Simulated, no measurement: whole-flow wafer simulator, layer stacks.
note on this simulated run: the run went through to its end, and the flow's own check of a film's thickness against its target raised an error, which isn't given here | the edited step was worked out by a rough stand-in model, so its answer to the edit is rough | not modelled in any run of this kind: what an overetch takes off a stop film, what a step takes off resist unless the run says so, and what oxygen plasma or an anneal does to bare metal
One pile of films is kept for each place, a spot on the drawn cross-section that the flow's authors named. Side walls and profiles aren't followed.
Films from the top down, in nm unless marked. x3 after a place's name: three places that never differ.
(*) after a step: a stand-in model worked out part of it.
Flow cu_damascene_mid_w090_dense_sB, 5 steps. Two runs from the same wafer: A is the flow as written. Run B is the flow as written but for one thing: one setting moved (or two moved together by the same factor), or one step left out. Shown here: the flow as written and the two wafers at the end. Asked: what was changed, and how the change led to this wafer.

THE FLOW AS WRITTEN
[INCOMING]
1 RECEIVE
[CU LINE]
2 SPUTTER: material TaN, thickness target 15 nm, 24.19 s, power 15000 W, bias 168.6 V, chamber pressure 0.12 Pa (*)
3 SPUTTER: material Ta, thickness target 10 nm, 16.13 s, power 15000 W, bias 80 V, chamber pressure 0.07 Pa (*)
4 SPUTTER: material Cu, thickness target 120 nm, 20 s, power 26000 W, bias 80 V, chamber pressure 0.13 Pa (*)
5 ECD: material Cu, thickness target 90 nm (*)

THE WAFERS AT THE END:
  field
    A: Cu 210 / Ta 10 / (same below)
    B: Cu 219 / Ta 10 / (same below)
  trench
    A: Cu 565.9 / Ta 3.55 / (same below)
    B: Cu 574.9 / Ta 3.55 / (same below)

The cause: step 5, ECD: thickness target 99 nm was run, where the flow has thickness target 90 nm.

How the change led to this, step by step:
  5 ECD: material Cu, thickness target 90 nm (*)
      field: A Cu +90 | B Cu +99
